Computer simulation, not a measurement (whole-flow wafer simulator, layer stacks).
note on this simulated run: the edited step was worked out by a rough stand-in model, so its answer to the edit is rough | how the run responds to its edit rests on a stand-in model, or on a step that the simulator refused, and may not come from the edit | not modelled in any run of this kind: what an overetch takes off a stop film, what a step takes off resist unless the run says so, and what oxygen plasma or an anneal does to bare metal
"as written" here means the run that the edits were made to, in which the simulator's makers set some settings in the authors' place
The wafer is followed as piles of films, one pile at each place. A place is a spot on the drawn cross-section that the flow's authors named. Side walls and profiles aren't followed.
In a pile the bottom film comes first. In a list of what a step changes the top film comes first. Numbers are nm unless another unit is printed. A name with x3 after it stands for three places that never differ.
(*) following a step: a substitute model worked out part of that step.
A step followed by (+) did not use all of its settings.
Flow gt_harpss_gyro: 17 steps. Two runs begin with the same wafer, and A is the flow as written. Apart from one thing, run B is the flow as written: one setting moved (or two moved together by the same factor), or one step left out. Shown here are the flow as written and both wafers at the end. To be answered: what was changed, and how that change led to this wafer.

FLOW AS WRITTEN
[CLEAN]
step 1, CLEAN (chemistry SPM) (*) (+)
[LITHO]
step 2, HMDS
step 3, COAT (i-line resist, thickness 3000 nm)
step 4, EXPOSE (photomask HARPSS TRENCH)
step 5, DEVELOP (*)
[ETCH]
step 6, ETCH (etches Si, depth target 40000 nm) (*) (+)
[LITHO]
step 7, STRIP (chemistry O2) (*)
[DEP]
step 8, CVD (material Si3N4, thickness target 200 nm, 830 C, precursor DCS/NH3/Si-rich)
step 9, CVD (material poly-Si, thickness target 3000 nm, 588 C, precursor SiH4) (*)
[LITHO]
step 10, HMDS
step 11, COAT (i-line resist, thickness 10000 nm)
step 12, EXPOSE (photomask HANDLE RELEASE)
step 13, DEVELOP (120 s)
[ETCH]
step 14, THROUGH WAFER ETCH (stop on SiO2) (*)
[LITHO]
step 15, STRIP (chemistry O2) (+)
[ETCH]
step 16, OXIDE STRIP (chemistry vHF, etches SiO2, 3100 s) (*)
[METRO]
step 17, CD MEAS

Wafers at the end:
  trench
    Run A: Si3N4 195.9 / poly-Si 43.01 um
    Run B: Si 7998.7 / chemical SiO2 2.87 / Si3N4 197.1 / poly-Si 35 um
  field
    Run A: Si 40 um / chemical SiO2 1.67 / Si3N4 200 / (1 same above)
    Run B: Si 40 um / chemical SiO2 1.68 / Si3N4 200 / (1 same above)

What caused this: step 6, ETCH: depth target 32000 nm was run, while the flow as written has depth target 40000 nm.

Step by step, how the change led to this:
  step 6, ETCH (etches Si, depth target 40000 nm) (*) (+)
      trench: A chemical SiO2 loses 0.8 (all of it), Si loses 40 um (all of it) | B chemical SiO2 loses 0.8 (all of it), Si loses 32 um
      field: A i-line resist loses 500 | B i-line resist loses 400
  step 7, STRIP (chemistry O2) (*)
      trench: A nothing | B chemical SiO2 gains 2.87 (new film), Si loses 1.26
      field: A i-line resist loses 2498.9 (all of it), chemical SiO2 gains 0.87, Si loses 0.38 | B i-line resist loses 2598.9 (all of it), chemical SiO2 gains 0.88, Si loses 0.39
  step 9, CVD (material poly-Si, thickness target 3000 nm, 588 C, precursor SiH4) (*)
      trench: A poly-Si gains 43.01 um (new film) | B poly-Si gains 35 um (new film)
